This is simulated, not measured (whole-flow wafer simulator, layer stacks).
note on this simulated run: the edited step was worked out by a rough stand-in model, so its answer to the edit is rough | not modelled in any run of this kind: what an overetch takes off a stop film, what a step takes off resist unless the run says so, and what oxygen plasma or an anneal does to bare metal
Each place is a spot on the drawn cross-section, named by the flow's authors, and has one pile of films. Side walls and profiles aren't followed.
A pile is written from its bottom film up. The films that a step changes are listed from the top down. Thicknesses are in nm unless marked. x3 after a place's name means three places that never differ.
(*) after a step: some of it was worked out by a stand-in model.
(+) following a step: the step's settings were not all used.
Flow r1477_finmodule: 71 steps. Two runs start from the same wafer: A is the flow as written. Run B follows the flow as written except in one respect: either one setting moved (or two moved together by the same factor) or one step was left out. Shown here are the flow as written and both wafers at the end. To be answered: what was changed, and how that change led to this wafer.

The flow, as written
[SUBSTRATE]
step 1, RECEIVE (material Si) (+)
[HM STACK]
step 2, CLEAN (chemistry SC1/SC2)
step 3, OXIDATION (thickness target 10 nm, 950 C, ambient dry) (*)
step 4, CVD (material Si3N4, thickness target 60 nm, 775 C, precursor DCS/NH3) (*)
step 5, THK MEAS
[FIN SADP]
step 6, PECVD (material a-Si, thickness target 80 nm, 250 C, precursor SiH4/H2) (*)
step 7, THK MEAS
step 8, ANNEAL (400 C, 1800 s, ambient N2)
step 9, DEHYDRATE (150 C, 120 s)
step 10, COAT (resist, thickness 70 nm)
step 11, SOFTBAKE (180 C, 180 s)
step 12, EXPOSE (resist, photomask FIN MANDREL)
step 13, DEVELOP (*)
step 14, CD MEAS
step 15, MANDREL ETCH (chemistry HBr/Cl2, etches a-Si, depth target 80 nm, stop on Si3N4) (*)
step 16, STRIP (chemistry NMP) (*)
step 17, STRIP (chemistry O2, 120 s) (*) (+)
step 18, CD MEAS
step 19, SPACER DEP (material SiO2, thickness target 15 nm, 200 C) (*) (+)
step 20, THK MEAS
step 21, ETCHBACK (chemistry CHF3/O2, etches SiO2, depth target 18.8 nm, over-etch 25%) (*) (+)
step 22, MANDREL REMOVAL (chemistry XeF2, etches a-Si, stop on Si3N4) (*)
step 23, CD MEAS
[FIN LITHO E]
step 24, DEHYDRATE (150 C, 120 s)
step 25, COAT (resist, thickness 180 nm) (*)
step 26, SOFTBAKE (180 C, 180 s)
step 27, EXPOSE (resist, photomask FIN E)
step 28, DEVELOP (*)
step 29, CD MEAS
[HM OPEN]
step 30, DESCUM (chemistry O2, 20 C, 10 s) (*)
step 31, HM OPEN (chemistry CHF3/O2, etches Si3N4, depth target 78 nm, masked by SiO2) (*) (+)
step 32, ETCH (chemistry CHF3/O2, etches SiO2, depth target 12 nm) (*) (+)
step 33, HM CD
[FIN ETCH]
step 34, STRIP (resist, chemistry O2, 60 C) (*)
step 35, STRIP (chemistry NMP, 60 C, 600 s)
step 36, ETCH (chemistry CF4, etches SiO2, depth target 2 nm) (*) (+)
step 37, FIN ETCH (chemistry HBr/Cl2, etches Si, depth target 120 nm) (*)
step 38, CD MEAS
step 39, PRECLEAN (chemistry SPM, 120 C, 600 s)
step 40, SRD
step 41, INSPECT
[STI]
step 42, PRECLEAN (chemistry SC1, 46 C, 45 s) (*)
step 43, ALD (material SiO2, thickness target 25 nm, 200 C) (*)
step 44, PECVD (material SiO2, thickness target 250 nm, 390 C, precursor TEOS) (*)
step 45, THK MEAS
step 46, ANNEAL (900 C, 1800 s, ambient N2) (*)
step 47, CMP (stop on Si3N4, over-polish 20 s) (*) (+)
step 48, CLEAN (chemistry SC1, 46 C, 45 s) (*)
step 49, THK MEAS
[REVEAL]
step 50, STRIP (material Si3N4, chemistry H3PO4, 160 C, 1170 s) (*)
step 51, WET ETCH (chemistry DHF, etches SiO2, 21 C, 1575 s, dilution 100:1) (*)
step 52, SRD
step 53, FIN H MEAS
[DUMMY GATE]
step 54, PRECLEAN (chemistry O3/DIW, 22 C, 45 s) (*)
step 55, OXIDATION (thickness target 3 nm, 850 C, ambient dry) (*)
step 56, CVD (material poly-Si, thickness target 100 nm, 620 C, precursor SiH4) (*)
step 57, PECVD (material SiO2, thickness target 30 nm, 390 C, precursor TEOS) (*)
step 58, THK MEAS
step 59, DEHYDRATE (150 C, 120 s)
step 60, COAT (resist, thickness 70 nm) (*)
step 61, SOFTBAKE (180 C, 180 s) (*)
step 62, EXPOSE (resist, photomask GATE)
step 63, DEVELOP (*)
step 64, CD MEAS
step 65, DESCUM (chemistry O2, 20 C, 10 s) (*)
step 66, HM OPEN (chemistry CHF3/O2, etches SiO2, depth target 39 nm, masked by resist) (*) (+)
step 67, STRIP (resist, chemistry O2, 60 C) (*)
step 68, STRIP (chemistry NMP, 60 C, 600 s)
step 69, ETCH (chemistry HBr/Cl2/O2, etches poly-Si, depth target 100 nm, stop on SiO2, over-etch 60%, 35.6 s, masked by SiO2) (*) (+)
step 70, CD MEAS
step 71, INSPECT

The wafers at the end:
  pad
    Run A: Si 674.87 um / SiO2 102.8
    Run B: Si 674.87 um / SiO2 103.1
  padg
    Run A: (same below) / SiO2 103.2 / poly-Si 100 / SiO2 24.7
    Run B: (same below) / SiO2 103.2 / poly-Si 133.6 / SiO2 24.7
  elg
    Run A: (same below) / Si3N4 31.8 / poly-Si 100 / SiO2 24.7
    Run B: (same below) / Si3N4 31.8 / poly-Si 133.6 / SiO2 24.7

Cause: step 56, CVD: thickness target 133.6 nm was run, though the flow has thickness target 100 nm.
The wafer itself shows it: padg has poly-Si 133.6, and step 56 as written asks for 100 nm.

The path from the change to this, step by step:
  step 56, CVD (material poly-Si, thickness target 100 nm, 620 C, precursor SiH4) (*)
      pad, padg, elg and 26 more: A poly-Si gains 100 (new film) | B poly-Si gains 133.6 (new film)
      s40cg, s40co: A poly-Si gains 113.9 (new film) | B poly-Si gains 148 (new film)
      (as well as at 5 more places)
  step 67, STRIP (resist, chemistry O2, 60 C) (*)
      s50cg: A resist loses 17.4 (all of it) | B resist loses 16.7 (all of it)
  step 69, ETCH (chemistry HBr/Cl2/O2, etches poly-Si, depth target 100 nm, stop on SiO2, over-etch 60%, 35.6 s, masked by SiO2) (*) (+)
      elo, e40lo, e100lo, e200lo: A chemical SiO2 loses 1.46 (all of it), poly-Si loses 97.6 (all of it), Si3N4 loses 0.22 | B chemical SiO2 loses 1.46 (all of it), poly-Si loses 131.2 (all of it)
      pad, eso, e40so and 8 more: A chemical SiO2 loses 1.46 (all of it), poly-Si loses 97.6 (all of it), SiO2 loses 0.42 | B chemical SiO2 loses 1.46 (all of it), poly-Si loses 131.2 (all of it), SiO2 loses 0.14
      (as well as at 3 more places)
